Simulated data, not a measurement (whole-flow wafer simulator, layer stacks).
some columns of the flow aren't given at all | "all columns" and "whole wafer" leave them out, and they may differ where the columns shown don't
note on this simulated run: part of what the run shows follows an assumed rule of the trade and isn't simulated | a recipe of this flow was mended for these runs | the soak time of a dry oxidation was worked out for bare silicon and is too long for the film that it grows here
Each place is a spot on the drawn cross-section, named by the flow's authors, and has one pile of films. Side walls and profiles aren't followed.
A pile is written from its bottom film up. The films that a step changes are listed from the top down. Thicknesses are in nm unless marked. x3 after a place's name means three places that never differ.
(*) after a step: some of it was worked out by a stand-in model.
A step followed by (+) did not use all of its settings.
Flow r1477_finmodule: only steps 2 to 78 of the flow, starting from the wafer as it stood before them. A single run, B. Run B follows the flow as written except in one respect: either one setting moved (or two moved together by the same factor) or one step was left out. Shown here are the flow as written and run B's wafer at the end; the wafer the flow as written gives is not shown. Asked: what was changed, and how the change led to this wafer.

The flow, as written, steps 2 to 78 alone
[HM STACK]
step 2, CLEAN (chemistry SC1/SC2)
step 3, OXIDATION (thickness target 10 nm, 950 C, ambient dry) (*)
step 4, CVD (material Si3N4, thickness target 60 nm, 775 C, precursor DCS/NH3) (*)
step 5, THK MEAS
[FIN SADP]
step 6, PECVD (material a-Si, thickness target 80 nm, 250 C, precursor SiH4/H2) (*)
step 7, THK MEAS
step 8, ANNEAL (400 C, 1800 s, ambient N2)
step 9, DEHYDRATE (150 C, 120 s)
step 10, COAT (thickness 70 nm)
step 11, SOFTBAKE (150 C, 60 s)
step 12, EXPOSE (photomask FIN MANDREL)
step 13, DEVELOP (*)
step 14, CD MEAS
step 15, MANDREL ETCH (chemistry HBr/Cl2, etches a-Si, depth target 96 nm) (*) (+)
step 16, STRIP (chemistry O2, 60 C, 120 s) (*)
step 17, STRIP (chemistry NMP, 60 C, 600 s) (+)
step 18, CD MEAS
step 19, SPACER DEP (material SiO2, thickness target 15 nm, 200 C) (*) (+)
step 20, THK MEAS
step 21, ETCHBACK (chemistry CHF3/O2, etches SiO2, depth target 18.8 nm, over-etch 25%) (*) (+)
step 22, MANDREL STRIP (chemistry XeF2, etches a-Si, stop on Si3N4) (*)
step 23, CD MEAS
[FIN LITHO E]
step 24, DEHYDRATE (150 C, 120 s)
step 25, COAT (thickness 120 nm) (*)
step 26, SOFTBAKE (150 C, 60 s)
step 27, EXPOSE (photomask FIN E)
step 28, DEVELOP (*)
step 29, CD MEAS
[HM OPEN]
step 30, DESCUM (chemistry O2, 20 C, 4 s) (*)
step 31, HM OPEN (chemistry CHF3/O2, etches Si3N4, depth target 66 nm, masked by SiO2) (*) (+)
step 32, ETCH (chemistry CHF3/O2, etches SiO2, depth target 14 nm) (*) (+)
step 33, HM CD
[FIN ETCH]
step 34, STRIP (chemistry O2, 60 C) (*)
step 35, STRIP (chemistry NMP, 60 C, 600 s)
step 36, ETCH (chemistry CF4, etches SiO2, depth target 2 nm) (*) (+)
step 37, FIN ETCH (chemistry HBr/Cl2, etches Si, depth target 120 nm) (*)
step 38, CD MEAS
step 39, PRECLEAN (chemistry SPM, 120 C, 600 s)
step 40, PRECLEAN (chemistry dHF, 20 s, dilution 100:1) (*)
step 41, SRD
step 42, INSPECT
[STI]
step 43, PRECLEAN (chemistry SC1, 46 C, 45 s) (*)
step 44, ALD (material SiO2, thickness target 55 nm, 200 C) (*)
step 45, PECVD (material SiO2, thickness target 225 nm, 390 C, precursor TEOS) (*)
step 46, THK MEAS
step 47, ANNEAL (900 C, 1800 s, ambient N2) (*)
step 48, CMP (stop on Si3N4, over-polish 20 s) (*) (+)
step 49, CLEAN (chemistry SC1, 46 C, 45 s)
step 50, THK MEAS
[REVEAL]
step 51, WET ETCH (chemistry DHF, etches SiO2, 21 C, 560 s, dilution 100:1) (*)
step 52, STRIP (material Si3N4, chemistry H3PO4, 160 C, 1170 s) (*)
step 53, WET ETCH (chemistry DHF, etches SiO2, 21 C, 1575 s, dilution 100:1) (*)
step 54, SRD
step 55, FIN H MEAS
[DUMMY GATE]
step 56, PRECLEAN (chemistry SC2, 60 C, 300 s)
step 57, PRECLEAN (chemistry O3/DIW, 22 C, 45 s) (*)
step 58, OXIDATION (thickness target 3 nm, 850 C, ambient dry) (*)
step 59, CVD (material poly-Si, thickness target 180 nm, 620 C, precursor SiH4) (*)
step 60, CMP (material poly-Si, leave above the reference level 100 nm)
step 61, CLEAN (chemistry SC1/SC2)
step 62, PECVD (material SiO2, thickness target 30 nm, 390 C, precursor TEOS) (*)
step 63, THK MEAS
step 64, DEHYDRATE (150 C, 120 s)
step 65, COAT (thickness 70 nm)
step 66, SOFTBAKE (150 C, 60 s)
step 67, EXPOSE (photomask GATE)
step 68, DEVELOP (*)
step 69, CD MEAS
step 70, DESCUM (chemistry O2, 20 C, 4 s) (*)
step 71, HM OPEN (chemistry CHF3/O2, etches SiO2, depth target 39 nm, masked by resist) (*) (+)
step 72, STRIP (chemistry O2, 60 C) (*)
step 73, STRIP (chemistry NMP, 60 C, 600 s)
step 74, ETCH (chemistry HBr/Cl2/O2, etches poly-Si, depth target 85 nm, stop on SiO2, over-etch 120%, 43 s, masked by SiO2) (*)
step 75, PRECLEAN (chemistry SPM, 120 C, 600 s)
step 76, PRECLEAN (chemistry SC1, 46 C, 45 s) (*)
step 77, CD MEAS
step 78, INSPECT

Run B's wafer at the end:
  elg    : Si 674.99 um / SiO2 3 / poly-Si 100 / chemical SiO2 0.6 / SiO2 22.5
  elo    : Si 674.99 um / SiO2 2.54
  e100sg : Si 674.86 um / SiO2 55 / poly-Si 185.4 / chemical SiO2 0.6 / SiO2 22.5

Cause: step 4, CVD: 717.3 C was run, though the flow has 775 C.

How this came from the change, step by step:
  step 4, CVD (material Si3N4, thickness target 60 nm, 775 C, precursor DCS/NH3) (*)
      pad, padg, elg and 33 more: Si3N4 gains 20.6 (new film) (it would be, as written: Si3N4 gains 60 (new film))
  step 31, HM OPEN (chemistry CHF3/O2, etches Si3N4, depth target 66 nm, masked by SiO2) (*) (+)
      pad, padg, esg and 13 more: Si3N4 loses 14.7 (all of it), SiO2 loses 10 (all of it), Si loses 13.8 (it would be, as written: Si3N4 loses 54.1 (all of it), SiO2 loses 5.95)
      s40cg, s45cg, s50cg, s40co, s45co, s50co: Si3N4 loses 20.6 (all of it), SiO2 loses 10 (all of it), Si loses 11.8 (it would be, as written: Si3N4 loses 60 (all of it), SiO2 loses 3)
  step 32, ETCH (chemistry CHF3/O2, etches SiO2, depth target 14 nm) (*) (+)
      e100sg, s40sg, e100so, s40so: Si loses 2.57 (it would be, as written: SiO2 loses 4.05 (all of it), Si loses 1.99)
      pad, padg: Si loses 2.8 (it would be, as written: SiO2 loses 4.05 (all of it), Si loses 1.99)
      (and at 16 other places as well)
  step 37, FIN ETCH (chemistry HBr/Cl2, etches Si, depth target 120 nm) (*)
      elg, e40lg, e100lg, e200lg, elo, e40lo, e100lo, e200lo: Si3N4 loses 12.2 (all of it), SiO2 loses 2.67 (it would be, as written: Si3N4 loses 17.1)
  step 40, PRECLEAN (chemistry dHF, 20 s, dilution 100:1) (*)
      elg, e40lg, e100lg, e200lg, elo, e40lo, e100lo, e200lo: SiO2 loses 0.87 (it would be, as written: Si3N4 loses 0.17)
  step 44, ALD (material SiO2, thickness target 55 nm, 200 C) (*)
      elg, e40lg, e100lg, e200lg, elo, e40lo, e100lo, e200lo: SiO2 gains 55 (it would be, as written: SiO2 gains 55 (new film))
      s40cg, s45cg, s50cg, s40co, s45co, s50co: SiO2 gains 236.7 (new film) (it would be, as written: SiO2 gains 263.2 (new film))
      (and at 14 other places as well)
  step 48, CMP (stop on Si3N4, over-polish 20 s) (*) (+)
      pad, padg: SiO2 loses 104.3 (it would be, as written: SiO2 loses 79.4)
  step 51, WET ETCH (chemistry DHF, etches SiO2, 21 C, 560 s, dilution 100:1) (*)
      elg, e40lg, e100lg, e200lg, elo, e40lo, e100lo, e200lo: SiO2 loses 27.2 (all of it) (it would be, as written: SiO2 loses 22.3 (all of it), Si3N4 loses 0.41)
  step 52, STRIP (material Si3N4, chemistry H3PO4, 160 C, 1170 s) (*)
      elg, e40lg, e100lg, e200lg, elo, e40lo, e100lo, e200lo: chemical SiO2 gains 0.5 (new film), Si loses 0.22 (it would be, as written: Si3N4 loses 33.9 (all of it), SiO2 loses 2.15)
      s40sg_line, s45sg_line, s50sg_line, s40so_line, s45so_line, s50so_line: Si3N4 loses 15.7 (all of it), SiO2 loses 2.72 (it would be, as written: Si3N4 loses 55.1 (all of it), SiO2 loses 1.49)
  step 53, WET ETCH (chemistry DHF, etches SiO2, 21 C, 1575 s, dilution 100:1) (*)
      elg, e40lg, e100lg, e200lg, elo, e40lo, e100lo, e200lo: chemical SiO2 loses 0.5 (all of it) (it would be, as written: SiO2 loses 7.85 (all of it))
      s40sg_line, s45sg_line, s50sg_line, s40so_line, s45so_line, s50so_line: SiO2 loses 7.28 (all of it) (it would be, as written: SiO2 loses 8.51 (all of it))
  step 59, CVD (material poly-Si, thickness target 180 nm, 620 C, precursor SiH4) (*)
      s40cg, s40sg, s45cg and 9 more: poly-Si gains 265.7 (new film) (it would be, as written: poly-Si gains 226.3 (new film))
      esg, e40sg, e100sg, eso, e40so, e100so: poly-Si gains 265.5 (new film) (it would be, as written: poly-Si gains 226.3 (new film))
      (and at 2 other places as well)
  step 60, CMP (material poly-Si, leave above the reference level 100 nm)
      pad, padg: nothing (it would be, as written: poly-Si loses 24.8)
      e200sg, e200so: poly-Si loses 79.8 (it would be, as written: poly-Si loses 72.9)
  step 74, ETCH (chemistry HBr/Cl2/O2, etches poly-Si, depth target 85 nm, stop on SiO2, over-etch 120%, 43 s, masked by SiO2) (*)
      e100so, e200so, s40co, s40so, s45co, s45so, s50co, s50so: chemical SiO2 loses 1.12 (all of it), poly-Si loses 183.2 (all of it) (it would be, as written: chemical SiO2 loses 1.12 (all of it), poly-Si loses 143.9 (all of it), SiO2 loses 0.22)
      eso, e40so: chemical SiO2 loses 1.12 (all of it), poly-Si loses 183.2 (all of it), SiO2 loses 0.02 (it would be, as written: chemical SiO2 loses 1.12 (all of it), poly-Si loses 143.9 (all of it), SiO2 loses 0.22)
      (and at 1 other place as well)
